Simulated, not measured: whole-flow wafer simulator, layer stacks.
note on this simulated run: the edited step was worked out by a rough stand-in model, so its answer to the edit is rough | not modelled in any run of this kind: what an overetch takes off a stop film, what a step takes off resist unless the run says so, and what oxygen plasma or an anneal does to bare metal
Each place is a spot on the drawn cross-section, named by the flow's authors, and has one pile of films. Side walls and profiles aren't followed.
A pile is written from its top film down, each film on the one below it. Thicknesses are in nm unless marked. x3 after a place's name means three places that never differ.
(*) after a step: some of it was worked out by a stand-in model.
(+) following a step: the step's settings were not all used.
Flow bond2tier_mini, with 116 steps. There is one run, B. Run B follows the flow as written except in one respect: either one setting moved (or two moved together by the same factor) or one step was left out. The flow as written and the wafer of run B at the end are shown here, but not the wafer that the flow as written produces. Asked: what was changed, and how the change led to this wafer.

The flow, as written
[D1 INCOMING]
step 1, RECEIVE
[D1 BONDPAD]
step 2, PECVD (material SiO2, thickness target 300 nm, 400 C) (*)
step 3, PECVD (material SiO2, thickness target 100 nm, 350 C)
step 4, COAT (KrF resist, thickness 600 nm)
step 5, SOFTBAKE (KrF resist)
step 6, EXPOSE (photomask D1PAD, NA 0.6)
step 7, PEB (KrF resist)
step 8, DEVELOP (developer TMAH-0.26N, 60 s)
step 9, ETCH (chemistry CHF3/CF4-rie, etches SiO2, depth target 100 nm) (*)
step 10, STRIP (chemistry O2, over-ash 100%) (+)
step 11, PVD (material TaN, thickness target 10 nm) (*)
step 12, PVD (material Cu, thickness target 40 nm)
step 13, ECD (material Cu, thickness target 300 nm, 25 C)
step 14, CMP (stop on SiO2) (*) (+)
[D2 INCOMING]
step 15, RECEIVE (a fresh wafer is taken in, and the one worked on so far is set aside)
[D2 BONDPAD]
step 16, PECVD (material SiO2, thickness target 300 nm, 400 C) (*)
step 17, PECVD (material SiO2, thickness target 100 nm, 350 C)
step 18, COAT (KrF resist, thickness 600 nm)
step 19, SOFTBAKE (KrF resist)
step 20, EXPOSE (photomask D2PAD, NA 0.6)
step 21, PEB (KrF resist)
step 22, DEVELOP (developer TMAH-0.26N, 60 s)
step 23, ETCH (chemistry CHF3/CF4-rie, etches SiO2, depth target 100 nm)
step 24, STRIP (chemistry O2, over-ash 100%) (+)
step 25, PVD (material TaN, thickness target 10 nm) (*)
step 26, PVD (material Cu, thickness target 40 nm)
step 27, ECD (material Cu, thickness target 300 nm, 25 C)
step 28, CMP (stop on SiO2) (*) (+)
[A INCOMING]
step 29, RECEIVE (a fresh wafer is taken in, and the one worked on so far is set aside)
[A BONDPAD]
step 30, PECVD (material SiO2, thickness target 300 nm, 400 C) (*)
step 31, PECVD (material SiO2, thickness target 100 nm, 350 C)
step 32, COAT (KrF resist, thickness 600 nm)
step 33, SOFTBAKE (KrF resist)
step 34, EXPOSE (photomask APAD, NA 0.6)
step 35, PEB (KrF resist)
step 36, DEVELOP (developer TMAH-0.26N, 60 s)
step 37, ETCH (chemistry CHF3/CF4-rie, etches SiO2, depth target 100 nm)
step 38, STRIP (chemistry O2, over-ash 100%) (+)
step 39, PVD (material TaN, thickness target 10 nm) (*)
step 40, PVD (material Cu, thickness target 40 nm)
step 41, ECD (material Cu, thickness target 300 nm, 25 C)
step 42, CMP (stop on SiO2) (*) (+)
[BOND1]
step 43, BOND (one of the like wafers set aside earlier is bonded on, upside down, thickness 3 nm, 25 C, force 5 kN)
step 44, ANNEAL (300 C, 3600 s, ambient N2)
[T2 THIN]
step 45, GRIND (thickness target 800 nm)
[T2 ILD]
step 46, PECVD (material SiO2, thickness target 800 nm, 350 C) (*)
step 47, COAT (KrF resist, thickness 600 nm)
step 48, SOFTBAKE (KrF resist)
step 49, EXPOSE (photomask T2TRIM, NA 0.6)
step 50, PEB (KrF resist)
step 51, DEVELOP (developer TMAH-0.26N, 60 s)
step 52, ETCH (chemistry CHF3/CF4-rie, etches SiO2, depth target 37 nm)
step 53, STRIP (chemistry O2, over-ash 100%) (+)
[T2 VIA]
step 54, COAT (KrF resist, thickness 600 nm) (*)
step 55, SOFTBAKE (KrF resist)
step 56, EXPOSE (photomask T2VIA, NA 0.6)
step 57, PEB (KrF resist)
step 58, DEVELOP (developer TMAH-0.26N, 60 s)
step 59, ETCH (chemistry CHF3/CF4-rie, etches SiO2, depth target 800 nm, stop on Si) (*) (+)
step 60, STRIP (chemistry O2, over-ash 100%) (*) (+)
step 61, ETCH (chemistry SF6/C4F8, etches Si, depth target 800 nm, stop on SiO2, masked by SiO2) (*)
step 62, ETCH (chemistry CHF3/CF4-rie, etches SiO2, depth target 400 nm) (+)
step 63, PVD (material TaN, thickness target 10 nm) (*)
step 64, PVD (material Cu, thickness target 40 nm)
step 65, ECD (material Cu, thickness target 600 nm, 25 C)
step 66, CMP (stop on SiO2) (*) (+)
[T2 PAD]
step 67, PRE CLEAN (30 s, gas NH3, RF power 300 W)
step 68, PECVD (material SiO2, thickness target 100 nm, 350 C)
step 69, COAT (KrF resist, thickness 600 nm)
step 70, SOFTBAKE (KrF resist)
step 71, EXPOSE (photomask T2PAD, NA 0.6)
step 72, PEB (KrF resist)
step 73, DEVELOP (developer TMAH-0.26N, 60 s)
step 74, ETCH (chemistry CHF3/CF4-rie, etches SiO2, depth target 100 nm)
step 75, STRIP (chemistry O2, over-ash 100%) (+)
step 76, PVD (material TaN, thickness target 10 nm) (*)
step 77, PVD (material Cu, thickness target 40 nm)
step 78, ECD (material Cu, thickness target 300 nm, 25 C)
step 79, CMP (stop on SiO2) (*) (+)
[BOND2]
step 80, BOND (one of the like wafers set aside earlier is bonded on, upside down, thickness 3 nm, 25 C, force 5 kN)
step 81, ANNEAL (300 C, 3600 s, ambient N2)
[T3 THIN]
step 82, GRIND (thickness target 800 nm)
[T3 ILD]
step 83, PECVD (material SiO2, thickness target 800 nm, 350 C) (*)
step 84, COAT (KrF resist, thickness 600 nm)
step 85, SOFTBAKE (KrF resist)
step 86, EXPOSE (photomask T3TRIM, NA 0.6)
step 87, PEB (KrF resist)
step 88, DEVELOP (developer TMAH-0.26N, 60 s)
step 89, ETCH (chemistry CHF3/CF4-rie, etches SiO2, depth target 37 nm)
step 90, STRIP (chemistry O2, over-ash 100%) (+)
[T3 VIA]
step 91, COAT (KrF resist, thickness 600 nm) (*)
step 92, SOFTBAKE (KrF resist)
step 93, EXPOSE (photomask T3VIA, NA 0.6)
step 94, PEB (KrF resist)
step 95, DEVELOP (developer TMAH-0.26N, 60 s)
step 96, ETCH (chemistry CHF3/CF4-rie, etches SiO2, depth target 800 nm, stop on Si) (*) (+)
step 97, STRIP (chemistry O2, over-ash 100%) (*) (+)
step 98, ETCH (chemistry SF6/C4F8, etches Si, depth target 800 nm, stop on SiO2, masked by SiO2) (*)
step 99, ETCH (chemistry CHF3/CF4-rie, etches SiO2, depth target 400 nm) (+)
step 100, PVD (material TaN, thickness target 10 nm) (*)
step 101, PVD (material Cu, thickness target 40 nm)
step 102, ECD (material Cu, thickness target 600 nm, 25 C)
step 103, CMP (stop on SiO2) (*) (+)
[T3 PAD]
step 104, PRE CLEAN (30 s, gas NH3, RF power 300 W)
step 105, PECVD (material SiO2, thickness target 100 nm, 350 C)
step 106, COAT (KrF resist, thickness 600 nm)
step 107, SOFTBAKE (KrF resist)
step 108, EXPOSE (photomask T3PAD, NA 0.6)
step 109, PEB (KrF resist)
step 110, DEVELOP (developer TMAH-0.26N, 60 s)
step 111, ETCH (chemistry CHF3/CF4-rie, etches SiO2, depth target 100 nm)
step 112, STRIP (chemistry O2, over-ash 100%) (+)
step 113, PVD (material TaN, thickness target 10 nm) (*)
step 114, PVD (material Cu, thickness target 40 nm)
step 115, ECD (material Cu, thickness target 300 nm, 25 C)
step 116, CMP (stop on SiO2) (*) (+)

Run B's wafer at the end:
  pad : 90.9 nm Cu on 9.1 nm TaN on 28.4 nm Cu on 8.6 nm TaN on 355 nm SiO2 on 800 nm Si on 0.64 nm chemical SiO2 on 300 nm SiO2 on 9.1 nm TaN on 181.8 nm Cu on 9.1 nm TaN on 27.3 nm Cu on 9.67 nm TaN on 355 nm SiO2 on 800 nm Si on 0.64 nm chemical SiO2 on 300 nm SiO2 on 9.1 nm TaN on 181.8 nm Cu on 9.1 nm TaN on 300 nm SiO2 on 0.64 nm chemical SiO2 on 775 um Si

Cause: step 100, PVD: thickness target 8.9 nm was run, while the flow as written has thickness target 10 nm.

Step by step, how the change led to this:
  step 100, PVD (material TaN, thickness target 10 nm) (*)
      field: +8.9 TaN (new film) (in the flow as written it would be: +10 TaN (new film))
      pad: +8.6 TaN (new film) (in the flow as written it would be: +9.67 TaN (new film))
  step 103, CMP (stop on SiO2) (*) (+)
      field: -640 Cu (all of it), -8.9 TaN (all of it) (in the flow as written it would be: -640 Cu (all of it), -10 TaN (all of it))
